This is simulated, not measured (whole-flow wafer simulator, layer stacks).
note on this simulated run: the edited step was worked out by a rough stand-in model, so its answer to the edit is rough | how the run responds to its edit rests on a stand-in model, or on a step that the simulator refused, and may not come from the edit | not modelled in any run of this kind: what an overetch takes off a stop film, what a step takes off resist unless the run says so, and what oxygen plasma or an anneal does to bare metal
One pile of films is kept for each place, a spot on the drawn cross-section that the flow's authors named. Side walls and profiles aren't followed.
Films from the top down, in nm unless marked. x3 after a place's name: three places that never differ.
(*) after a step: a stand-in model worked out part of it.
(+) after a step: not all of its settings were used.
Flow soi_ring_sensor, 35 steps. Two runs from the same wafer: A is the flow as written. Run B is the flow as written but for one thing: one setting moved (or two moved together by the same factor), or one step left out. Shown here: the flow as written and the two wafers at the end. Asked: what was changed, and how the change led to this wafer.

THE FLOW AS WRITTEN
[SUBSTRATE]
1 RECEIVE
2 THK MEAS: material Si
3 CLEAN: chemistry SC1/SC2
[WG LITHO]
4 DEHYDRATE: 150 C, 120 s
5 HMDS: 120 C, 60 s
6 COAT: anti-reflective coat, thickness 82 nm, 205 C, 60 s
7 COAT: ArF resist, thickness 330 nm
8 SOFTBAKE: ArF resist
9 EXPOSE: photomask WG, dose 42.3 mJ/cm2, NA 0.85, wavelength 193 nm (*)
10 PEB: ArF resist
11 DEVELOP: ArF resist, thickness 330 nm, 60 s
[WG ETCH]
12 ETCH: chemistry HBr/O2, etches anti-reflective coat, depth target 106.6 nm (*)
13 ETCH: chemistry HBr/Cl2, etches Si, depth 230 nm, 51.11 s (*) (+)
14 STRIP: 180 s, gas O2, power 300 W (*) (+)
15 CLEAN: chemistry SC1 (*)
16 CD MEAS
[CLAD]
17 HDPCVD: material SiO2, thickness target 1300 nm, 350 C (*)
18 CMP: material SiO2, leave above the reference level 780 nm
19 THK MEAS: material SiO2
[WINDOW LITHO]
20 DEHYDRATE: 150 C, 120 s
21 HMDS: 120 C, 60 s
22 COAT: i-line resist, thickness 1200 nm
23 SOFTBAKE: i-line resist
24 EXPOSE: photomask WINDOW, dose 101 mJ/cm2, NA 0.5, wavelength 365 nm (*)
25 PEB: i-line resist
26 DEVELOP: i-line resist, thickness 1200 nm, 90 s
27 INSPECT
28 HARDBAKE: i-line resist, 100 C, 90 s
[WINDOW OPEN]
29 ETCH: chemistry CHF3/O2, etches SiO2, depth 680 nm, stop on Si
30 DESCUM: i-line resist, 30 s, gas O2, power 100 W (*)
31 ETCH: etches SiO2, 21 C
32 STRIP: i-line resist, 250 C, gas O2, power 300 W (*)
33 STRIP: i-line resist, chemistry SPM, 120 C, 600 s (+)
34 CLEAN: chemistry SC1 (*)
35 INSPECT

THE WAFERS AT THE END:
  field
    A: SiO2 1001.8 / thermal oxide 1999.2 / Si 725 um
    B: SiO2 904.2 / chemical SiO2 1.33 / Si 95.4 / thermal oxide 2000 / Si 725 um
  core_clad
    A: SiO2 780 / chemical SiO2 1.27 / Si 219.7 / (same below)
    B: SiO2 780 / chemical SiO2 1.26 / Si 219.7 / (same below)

The cause: step 13, ETCH: depth 124 nm was run, where the flow has depth 230 nm; step 13, ETCH: 27.6 s was run, where the flow has 51.11 s.

How the change led to this, step by step:
  13 ETCH: chemistry HBr/Cl2, etches Si, depth 230 nm, 51.11 s (*) (+)
      gap, window, field, gap_clad: A Si -220 (all of it), thermal oxide -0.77 | B Si -124
      core, core_clad: A ArF resist -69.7 | B ArF resist -37.6
  14 STRIP: 180 s, gas O2, power 300 W (*) (+)
      gap, window, field, gap_clad: A nothing | B chemical SiO2 +1.33 (new film), Si -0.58
      core, core_clad: A ArF resist -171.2 (all of it), anti-reflective coat -82 (all of it), chemical SiO2 +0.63, Si -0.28 | B ArF resist -203.3 (all of it), anti-reflective coat -82 (all of it), chemical SiO2 +0.62, Si -0.27
  18 CMP: material SiO2, leave above the reference level 780 nm
      gap, window, field, gap_clad: A SiO2 -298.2 | B SiO2 -395.8
